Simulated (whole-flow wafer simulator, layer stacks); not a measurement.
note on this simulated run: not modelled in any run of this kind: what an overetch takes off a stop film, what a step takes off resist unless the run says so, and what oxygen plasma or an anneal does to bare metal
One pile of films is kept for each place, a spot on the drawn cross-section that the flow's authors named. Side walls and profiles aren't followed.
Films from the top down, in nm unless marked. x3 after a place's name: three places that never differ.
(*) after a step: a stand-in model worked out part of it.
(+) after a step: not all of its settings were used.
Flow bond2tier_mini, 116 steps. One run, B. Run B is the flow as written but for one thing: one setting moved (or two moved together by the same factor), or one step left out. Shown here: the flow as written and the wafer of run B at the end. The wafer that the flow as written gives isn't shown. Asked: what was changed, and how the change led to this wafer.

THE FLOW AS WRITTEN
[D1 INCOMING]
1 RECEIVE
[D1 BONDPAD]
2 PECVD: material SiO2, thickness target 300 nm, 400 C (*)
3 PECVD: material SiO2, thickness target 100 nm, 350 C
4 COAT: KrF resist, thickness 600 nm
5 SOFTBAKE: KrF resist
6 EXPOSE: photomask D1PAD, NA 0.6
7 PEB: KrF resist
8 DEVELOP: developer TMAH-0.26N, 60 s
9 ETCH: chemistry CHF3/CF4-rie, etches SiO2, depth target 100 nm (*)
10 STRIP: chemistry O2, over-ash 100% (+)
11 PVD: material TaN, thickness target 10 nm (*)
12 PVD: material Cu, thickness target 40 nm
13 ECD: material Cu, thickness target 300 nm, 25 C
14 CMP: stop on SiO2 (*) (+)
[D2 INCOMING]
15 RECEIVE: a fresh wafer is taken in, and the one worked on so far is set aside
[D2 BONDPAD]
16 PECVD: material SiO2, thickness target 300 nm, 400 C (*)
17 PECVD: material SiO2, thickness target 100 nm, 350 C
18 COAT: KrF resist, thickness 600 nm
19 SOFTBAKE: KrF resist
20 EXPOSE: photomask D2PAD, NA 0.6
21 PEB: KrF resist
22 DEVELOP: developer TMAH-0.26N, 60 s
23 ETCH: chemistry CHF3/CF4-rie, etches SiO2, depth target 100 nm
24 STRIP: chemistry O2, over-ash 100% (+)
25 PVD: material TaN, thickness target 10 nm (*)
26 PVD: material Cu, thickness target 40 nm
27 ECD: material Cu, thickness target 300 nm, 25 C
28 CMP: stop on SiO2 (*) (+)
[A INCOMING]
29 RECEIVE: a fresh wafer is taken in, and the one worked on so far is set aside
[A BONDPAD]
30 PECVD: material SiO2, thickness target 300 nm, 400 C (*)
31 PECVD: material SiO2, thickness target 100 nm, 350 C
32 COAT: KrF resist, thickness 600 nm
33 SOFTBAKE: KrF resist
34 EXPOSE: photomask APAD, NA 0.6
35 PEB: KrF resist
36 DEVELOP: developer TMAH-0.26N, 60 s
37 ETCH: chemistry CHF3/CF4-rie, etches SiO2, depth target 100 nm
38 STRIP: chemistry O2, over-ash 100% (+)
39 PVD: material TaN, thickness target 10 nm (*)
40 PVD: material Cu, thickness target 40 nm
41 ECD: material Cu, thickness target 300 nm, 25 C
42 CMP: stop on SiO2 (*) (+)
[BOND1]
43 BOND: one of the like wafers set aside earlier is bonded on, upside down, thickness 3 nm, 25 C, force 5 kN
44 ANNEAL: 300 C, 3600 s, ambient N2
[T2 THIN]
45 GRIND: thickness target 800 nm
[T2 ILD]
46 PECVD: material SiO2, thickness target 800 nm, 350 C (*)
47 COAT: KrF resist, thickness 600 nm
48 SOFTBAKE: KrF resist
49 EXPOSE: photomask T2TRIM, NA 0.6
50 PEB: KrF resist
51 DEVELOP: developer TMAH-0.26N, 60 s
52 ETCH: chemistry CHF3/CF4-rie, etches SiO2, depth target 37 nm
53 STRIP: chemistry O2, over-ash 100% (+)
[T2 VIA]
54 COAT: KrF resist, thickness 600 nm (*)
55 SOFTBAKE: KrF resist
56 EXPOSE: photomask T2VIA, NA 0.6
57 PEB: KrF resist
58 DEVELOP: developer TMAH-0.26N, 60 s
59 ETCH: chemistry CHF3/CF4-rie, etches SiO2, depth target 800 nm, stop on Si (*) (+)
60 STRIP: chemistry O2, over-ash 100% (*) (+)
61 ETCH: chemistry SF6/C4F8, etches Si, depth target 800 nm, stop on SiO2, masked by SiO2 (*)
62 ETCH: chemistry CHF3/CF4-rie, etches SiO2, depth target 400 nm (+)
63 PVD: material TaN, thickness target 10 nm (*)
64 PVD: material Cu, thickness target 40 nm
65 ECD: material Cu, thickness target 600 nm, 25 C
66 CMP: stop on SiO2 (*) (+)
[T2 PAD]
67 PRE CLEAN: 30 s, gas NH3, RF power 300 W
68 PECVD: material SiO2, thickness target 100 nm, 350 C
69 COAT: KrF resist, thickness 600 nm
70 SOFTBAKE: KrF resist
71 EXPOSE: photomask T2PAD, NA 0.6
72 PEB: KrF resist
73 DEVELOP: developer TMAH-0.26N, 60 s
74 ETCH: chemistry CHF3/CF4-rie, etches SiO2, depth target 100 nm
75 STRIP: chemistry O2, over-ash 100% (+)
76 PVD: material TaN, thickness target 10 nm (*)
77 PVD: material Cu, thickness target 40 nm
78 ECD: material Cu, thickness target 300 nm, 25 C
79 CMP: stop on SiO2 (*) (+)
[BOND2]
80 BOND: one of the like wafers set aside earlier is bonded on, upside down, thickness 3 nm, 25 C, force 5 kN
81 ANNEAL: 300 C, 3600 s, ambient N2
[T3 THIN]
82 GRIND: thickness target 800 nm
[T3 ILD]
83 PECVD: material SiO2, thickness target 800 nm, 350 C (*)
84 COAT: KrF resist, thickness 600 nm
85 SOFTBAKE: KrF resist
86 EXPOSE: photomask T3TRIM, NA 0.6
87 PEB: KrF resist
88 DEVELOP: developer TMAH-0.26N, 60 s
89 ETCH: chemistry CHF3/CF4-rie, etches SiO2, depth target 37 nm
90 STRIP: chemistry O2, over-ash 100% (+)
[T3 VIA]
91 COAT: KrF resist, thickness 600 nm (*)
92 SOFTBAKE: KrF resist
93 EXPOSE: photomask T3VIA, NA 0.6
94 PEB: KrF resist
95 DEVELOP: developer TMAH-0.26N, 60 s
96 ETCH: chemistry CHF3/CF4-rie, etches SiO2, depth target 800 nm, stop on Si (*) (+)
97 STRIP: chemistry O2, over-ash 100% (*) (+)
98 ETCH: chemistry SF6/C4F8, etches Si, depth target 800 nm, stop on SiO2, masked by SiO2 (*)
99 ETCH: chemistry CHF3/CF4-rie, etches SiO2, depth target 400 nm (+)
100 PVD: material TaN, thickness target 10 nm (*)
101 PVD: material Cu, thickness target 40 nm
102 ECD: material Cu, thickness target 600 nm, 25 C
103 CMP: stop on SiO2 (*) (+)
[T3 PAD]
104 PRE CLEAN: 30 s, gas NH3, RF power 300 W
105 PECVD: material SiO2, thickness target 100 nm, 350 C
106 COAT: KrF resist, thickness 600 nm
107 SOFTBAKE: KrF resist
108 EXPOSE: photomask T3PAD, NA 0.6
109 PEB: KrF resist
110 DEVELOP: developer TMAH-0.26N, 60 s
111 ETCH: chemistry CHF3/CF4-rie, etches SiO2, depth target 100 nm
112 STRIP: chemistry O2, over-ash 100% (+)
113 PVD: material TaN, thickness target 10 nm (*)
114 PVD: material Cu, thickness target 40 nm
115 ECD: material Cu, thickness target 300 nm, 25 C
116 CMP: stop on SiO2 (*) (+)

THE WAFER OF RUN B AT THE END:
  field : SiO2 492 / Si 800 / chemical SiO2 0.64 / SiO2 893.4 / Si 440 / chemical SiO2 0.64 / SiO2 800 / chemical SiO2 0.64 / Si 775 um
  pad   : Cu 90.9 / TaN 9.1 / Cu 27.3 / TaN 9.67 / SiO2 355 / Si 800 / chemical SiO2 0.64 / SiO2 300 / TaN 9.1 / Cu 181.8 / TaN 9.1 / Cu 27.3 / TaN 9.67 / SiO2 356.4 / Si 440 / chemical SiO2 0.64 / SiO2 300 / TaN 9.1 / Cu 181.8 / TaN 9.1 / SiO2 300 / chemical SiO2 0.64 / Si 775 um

The cause: step 45, GRIND: thickness target 440 nm was run, where the flow has thickness target 800 nm.
It can be read off the wafer: field has Si 440, and step 45 as written asks for 800 nm.

How the change led to this, step by step:
  45 GRIND: thickness target 800 nm
      field, pad, via: Si -774.56 um (as written it would be: Si -774.2 um)
  61 ETCH: chemistry SF6/C4F8, etches Si, depth target 800 nm, stop on SiO2, masked by SiO2 (*)
      field, pad: SiO2 -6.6 (as written it would be: SiO2 -8)
